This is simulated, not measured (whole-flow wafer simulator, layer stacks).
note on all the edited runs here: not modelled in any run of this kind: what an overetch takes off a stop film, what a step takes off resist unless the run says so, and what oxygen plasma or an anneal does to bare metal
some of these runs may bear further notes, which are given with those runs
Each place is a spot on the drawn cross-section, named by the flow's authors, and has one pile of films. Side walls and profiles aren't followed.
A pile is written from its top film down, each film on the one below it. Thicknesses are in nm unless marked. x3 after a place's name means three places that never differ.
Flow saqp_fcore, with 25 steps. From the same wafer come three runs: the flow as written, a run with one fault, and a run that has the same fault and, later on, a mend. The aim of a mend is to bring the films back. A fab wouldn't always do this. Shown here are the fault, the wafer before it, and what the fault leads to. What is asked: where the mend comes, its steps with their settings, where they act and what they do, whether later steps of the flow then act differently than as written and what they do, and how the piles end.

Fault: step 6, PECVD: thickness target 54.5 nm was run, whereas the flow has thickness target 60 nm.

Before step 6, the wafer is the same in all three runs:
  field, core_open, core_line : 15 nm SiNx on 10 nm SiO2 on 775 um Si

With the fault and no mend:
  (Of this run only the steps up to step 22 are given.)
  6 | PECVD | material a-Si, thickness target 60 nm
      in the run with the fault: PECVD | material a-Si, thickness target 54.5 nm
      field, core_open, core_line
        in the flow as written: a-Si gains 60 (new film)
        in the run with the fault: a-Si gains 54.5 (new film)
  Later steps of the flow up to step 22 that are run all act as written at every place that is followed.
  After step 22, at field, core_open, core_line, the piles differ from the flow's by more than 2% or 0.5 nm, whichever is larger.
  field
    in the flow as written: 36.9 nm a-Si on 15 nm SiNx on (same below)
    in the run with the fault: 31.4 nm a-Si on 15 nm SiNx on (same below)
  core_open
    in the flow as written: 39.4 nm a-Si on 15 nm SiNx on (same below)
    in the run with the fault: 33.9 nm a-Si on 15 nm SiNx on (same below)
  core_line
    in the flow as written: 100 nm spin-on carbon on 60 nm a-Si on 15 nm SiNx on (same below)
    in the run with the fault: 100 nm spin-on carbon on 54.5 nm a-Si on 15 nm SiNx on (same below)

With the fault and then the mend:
  After step 7 comes the mend.
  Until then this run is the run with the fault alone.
  7a | PECVD | material a-Si, thickness target 5.5 nm (a further turn of the flow's step 6, with different settings)
      field, core_open, core_line
        a-Si gains 5.5
  Later steps of the flow that are run all act as written at every place that is followed.
  At every place that both follow, the piles at the end match the flow's.
